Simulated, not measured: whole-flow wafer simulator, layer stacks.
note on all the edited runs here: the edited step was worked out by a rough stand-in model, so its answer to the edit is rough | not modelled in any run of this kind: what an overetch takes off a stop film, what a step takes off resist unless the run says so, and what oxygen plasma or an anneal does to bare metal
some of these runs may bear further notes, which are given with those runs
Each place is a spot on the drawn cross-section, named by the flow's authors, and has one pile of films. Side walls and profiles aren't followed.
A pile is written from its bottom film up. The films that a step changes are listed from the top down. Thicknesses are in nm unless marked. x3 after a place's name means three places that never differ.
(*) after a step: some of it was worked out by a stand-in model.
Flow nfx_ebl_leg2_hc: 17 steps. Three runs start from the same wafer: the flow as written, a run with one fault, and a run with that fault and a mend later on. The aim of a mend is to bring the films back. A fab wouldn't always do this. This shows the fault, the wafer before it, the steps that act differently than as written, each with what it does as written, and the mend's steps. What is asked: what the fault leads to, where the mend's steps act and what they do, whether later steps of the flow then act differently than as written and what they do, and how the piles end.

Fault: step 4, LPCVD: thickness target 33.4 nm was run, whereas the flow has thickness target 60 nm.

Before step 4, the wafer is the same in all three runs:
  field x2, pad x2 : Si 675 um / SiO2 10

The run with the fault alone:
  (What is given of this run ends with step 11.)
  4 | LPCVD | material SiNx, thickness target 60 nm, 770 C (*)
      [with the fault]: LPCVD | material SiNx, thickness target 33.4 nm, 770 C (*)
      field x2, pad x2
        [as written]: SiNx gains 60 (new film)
        [with the fault]: SiNx gains 33.4 (new film)
  Later steps of the flow up to step 11 that are run all act as written at every place that is followed.
  The piles after step 11 differ from the flow's at field x2, pad x2 by more than 2% or 0.5 nm, whichever is larger.
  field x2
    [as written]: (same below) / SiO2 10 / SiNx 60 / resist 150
    [with the fault]: (same below) / SiO2 10 / SiNx 33.4 / resist 150
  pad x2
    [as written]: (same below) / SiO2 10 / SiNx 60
    [with the fault]: (same below) / SiO2 10 / SiNx 33.4

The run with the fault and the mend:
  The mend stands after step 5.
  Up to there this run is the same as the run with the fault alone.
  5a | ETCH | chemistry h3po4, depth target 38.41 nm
      field x2, pad x2
        SiNx loses 33.4 (all of it)
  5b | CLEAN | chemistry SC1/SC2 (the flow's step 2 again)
      leaves every film unchanged at each place that is followed
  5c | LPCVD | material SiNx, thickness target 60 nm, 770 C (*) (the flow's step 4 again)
      field x2, pad x2
        SiNx gains 60 (new film)
  Later steps of the flow that are run all act as written at every place that is followed.
  The piles end the same as the flow's at every place that both follow.
